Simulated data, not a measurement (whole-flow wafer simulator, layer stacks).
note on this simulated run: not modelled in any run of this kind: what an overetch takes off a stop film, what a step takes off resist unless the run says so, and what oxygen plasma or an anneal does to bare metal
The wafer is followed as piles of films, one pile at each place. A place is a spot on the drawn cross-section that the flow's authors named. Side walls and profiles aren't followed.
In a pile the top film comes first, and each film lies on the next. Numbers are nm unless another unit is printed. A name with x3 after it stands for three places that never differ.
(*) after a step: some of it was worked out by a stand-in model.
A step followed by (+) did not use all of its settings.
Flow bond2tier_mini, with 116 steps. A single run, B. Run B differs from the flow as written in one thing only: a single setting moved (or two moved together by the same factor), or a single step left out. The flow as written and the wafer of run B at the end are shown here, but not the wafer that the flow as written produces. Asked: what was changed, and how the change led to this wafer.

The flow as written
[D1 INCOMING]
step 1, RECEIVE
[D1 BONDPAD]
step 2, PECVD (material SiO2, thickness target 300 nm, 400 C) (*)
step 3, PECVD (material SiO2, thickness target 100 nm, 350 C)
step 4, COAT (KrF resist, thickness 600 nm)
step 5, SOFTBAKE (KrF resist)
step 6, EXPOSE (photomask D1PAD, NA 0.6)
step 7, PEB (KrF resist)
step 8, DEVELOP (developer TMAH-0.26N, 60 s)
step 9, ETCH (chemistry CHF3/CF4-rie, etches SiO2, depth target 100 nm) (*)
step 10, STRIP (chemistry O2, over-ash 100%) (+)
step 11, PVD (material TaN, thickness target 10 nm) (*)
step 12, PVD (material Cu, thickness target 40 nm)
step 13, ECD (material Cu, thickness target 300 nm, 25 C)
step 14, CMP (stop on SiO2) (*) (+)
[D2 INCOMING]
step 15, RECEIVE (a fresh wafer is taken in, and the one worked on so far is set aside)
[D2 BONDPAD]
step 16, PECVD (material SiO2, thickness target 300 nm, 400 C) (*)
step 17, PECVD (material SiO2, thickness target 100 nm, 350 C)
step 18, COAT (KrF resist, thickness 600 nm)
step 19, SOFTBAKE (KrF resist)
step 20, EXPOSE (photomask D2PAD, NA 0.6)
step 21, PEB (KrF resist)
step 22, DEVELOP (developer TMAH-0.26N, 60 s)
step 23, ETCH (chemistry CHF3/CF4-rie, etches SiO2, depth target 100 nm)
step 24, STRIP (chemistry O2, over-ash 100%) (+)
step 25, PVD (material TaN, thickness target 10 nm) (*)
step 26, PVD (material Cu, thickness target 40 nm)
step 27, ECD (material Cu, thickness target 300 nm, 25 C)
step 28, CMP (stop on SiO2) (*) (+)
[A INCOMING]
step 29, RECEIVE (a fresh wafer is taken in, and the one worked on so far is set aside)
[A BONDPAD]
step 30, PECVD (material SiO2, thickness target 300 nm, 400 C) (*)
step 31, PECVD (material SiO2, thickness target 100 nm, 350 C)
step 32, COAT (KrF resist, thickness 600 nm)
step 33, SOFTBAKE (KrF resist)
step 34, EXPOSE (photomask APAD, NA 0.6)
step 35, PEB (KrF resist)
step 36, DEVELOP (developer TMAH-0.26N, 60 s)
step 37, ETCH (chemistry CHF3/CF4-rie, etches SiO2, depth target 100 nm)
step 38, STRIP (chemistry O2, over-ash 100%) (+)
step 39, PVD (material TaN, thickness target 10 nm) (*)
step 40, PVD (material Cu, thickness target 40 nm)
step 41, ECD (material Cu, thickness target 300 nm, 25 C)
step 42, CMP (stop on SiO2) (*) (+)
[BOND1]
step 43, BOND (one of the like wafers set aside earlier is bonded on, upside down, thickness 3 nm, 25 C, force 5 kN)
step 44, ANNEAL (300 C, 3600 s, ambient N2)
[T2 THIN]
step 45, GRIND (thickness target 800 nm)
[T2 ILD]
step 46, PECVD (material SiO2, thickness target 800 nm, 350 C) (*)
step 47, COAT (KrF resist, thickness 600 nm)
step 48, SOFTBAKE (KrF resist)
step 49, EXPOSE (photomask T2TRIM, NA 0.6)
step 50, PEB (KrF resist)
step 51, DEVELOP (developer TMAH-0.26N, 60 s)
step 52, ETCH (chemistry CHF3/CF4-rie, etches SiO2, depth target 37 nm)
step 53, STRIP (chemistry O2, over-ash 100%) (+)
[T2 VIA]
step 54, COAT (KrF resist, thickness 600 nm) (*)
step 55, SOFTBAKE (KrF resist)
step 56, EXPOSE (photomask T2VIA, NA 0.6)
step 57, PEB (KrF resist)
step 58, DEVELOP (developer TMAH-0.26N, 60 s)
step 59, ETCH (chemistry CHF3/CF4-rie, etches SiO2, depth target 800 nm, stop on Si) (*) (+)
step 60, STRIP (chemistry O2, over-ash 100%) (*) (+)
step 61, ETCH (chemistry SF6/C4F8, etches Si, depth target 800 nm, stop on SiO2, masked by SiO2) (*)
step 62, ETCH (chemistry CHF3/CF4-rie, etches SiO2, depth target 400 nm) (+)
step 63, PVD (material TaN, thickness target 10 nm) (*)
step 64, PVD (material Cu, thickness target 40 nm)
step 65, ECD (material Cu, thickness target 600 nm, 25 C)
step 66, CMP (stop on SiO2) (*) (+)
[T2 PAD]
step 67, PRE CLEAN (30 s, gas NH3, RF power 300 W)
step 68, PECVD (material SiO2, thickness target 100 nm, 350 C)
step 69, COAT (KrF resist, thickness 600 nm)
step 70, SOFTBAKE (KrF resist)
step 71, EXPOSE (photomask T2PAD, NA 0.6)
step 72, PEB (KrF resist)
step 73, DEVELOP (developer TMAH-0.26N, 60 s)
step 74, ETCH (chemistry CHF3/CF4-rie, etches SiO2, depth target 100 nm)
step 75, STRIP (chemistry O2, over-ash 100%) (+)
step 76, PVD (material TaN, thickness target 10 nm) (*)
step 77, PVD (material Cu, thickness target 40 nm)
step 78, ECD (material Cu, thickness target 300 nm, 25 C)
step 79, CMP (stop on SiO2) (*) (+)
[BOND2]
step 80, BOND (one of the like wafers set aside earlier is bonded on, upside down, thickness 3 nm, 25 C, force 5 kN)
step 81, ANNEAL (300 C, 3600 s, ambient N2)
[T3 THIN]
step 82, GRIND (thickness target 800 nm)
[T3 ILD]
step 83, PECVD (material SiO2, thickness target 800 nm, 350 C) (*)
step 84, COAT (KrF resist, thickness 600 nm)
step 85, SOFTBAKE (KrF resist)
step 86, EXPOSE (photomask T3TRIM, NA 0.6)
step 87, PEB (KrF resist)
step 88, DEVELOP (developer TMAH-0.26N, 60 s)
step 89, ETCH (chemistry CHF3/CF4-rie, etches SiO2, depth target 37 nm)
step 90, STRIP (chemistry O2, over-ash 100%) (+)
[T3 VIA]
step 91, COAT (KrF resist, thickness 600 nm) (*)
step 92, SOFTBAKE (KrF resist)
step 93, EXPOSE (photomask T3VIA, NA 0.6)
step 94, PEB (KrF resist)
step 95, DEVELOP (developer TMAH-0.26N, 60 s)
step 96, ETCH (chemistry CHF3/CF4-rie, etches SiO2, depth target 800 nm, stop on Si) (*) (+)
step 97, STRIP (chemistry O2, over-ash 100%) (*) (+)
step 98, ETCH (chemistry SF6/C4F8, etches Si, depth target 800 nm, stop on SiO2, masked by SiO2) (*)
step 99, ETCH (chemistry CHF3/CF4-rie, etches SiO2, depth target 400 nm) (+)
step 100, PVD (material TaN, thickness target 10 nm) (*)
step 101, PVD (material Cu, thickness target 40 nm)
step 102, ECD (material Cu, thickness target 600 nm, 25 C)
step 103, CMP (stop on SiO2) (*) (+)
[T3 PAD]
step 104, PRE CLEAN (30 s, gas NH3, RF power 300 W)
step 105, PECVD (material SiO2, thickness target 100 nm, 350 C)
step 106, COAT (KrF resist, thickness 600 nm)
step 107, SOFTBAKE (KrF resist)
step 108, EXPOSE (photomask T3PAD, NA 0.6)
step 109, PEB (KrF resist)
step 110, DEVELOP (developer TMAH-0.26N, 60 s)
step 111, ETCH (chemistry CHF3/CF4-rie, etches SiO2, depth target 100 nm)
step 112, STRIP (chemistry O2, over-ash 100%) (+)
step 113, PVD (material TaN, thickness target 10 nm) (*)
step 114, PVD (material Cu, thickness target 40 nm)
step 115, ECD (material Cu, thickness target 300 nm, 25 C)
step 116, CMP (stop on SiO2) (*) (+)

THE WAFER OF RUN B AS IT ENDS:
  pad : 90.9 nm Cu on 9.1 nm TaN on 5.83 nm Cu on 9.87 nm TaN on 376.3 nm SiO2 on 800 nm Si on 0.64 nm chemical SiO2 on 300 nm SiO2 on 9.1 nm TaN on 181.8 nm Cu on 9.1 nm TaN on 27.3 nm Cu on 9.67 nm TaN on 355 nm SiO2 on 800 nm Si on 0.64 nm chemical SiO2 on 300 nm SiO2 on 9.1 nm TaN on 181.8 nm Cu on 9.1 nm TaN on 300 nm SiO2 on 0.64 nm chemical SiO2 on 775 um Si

What caused this: step 89, ETCH: depth target 15.7 nm was run, while the flow as written has depth target 37 nm.

The path from the change to this, step by step:
  step 89, ETCH (chemistry CHF3/CF4-rie, etches SiO2, depth target 37 nm)
      field: KrF resist loses 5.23 (in the flow as written it would be: KrF resist loses 12.3)
      pad: SiO2 loses 15.7 (in the flow as written it would be: SiO2 loses 37)
  step 97, STRIP (chemistry O2, over-ash 100%) (*) (+)
      field: KrF resist loses 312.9 (all of it) (in the flow as written it would be: KrF resist loses 303.9 (all of it))
      pad: KrF resist loses 326.5 (all of it) (in the flow as written it would be: KrF resist loses 336 (all of it))
  step 101, PVD (material Cu, thickness target 40 nm)
      pad: Cu gains 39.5 (new film) (in the flow as written it would be: Cu gains 38.7 (new film))
  step 102, ECD (material Cu, thickness target 600 nm, 25 C)
      pad: Cu gains 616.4 (in the flow as written it would be: Cu gains 638.7)
